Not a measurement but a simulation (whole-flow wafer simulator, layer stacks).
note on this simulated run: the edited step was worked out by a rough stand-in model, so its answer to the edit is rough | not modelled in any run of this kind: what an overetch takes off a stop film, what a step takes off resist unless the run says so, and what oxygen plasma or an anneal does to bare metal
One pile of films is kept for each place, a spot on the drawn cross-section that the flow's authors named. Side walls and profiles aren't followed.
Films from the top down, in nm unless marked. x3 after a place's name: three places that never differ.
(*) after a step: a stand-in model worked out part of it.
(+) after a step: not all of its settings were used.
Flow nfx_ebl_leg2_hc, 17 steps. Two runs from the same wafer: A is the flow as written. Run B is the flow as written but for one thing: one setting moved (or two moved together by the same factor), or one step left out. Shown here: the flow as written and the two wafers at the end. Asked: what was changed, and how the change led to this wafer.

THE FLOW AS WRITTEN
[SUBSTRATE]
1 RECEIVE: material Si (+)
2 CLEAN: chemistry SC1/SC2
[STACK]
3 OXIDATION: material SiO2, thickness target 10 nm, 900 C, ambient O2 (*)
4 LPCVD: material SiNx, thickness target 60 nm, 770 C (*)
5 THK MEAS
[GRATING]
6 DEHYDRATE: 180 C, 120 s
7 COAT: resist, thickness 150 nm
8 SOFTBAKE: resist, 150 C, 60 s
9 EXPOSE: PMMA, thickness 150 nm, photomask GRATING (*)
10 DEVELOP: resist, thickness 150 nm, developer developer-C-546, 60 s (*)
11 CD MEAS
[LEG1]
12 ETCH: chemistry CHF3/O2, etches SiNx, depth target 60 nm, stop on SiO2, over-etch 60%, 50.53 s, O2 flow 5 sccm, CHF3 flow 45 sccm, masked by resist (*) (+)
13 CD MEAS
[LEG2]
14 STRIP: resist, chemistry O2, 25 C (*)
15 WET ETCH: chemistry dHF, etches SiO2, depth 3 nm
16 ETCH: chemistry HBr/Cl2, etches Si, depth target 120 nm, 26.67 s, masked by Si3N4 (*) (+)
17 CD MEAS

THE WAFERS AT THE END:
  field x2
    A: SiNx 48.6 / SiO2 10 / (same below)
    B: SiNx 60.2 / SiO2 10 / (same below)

The cause: step 4, LPCVD: thickness target 71.6 nm was run, where the flow has thickness target 60 nm.

How the change led to this, step by step:
  4 LPCVD: material SiNx, thickness target 60 nm, 770 C (*)
      field x2, pad x2: A SiNx +60 (new film) | B SiNx +71.6 (new film)
  12 ETCH: chemistry CHF3/O2, etches SiNx, depth target 60 nm, stop on SiO2, over-etch 60%, 50.53 s, O2 flow 5 sccm, CHF3 flow 45 sccm, masked by resist (*) (+)
      pad x2: A SiNx -60 (all of it), SiO2 -10 (all of it) | B SiNx -71.6 (all of it), SiO2 -10 (all of it)
